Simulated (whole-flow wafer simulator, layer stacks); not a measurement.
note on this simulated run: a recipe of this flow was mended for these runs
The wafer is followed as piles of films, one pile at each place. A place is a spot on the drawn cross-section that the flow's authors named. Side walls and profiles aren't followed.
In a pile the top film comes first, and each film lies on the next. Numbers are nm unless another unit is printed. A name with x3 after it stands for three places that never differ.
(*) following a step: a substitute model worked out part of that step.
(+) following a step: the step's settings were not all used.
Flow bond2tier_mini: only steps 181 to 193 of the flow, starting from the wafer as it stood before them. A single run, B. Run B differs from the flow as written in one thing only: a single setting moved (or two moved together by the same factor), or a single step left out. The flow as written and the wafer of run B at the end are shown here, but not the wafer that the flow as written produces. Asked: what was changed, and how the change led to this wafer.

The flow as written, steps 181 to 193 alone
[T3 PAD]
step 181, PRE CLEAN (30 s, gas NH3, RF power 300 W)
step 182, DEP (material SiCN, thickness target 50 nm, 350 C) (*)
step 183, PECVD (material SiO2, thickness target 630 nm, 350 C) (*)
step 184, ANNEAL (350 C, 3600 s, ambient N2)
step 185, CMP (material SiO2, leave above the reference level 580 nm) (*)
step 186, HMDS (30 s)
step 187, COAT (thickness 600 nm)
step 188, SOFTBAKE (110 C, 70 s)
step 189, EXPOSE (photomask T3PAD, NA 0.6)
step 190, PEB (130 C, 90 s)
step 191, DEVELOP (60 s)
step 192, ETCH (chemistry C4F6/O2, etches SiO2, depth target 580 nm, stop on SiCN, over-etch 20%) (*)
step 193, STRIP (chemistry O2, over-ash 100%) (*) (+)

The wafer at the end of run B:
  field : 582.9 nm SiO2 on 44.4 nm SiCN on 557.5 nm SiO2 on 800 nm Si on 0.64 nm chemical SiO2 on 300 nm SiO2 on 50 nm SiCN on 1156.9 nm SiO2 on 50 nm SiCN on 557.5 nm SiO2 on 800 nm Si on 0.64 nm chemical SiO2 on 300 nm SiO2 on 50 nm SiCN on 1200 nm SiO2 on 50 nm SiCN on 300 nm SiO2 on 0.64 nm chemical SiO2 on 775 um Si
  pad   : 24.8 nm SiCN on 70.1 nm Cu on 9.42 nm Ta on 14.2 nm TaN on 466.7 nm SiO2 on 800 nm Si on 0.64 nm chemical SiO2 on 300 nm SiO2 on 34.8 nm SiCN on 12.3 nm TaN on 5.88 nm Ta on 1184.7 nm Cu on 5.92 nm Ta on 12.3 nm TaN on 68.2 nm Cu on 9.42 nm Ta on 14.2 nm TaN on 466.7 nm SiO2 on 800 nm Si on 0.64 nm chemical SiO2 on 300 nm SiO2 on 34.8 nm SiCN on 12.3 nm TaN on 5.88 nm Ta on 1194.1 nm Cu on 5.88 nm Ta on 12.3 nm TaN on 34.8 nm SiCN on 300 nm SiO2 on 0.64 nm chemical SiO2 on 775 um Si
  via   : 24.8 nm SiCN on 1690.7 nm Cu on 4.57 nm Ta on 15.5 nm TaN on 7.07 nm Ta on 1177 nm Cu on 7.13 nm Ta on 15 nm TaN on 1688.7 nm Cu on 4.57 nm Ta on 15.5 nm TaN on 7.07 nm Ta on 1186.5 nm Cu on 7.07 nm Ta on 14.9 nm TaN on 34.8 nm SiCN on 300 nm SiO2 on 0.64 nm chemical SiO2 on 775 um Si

The reason: step 182, DEP: thickness target 44.4 nm was run, while the flow as written has thickness target 50 nm.
The wafer lets one read it off: field has SiCN 44.4, and step 182 as written asks for 50 nm.

Step by step, how the change led to this:
  step 182, DEP (material SiCN, thickness target 50 nm, 350 C) (*)
      field, pad, via: +44.4 SiCN (new film) (it would be, as written: +50 SiCN (new film))
